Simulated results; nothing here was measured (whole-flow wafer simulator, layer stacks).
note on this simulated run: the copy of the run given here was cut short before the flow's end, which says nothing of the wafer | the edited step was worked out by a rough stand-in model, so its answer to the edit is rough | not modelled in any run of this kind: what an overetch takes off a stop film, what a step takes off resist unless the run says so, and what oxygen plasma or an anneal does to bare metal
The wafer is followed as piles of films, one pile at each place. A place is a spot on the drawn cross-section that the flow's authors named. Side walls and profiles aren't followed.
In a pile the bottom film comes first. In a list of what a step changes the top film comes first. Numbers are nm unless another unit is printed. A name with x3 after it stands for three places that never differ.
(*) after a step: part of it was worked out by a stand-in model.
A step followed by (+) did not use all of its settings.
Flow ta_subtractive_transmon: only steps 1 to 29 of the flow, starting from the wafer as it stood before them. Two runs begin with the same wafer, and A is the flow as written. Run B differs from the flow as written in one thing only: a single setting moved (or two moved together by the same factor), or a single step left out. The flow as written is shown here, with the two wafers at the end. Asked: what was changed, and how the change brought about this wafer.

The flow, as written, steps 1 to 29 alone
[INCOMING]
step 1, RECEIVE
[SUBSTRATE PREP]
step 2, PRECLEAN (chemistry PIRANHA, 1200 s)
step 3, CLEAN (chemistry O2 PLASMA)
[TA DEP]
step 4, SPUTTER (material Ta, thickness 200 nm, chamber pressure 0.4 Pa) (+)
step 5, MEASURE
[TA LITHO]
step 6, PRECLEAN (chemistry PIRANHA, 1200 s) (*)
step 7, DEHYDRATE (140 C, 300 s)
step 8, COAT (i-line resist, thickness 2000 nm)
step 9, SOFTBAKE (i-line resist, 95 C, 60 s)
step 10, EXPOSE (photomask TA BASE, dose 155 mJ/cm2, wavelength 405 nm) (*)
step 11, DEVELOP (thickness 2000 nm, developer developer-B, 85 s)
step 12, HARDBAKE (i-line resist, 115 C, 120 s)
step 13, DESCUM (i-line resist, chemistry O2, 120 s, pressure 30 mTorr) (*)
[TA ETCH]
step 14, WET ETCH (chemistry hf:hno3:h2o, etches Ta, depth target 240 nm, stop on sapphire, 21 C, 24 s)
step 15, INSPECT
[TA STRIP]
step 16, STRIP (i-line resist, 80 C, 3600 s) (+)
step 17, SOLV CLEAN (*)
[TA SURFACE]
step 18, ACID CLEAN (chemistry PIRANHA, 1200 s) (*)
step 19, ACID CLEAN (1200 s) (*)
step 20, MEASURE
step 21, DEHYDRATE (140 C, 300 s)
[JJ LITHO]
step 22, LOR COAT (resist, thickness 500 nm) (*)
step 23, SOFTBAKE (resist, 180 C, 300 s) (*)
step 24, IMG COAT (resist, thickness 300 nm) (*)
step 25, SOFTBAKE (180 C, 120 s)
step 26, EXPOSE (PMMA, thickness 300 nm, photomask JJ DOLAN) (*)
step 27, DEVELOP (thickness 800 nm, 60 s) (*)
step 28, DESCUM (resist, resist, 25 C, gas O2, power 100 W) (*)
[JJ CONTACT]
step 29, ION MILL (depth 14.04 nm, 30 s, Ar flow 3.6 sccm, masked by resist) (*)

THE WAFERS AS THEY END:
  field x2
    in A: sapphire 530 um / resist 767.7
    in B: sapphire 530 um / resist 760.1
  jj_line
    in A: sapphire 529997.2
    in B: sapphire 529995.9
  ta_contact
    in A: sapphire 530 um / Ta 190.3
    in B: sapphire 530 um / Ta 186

The reason: step 29, ION MILL: 43.5 s was run, whereas the flow has 30 s.

Step by step, how the change led to this:
  step 29, ION MILL (depth 14.04 nm, 30 s, Ar flow 3.6 sccm, masked by resist) (*)
      field x2, ta_pad: A resist loses 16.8 | B resist loses 24.3
      jj_line, lead: A sapphire loses 2.8 | B sapphire loses 4.06
      (also at 1 further place)
